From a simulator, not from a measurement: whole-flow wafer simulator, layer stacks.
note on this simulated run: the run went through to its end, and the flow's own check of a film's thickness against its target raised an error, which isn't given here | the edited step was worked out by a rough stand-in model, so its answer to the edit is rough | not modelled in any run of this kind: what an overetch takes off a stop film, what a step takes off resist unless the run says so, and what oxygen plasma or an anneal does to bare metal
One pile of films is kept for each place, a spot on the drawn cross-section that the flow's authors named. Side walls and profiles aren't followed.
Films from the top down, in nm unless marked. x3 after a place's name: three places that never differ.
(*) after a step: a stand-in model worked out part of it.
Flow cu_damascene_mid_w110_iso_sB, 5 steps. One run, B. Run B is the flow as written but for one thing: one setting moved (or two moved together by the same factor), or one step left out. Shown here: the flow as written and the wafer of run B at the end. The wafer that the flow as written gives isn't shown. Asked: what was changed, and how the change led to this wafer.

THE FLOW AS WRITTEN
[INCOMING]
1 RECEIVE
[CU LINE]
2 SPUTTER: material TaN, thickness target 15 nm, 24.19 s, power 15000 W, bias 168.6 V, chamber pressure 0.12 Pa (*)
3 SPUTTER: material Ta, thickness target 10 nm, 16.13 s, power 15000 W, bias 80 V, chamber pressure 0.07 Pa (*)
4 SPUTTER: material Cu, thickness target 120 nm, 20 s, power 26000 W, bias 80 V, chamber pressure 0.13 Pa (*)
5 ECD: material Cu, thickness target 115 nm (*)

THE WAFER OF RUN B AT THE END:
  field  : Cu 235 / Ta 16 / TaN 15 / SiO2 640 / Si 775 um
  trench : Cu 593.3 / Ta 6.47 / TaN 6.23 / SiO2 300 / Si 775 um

The cause: step 3, SPUTTER: thickness target 16 nm was run, where the flow has thickness target 10 nm; step 3, SPUTTER: 25.81 s was run, where the flow has 16.13 s.
It can be read off the wafer: field has Ta 16, and step 3 as written asks for 10 nm.

How the change led to this, step by step:
  3 SPUTTER: material Ta, thickness target 10 nm, 16.13 s, power 15000 W, bias 80 V, chamber pressure 0.07 Pa (*)
      field: Ta +16 (new film) (as written it would be: Ta +10 (new film))
      trench: Ta +6.47 (new film) (as written it would be: Ta +4.05 (new film))
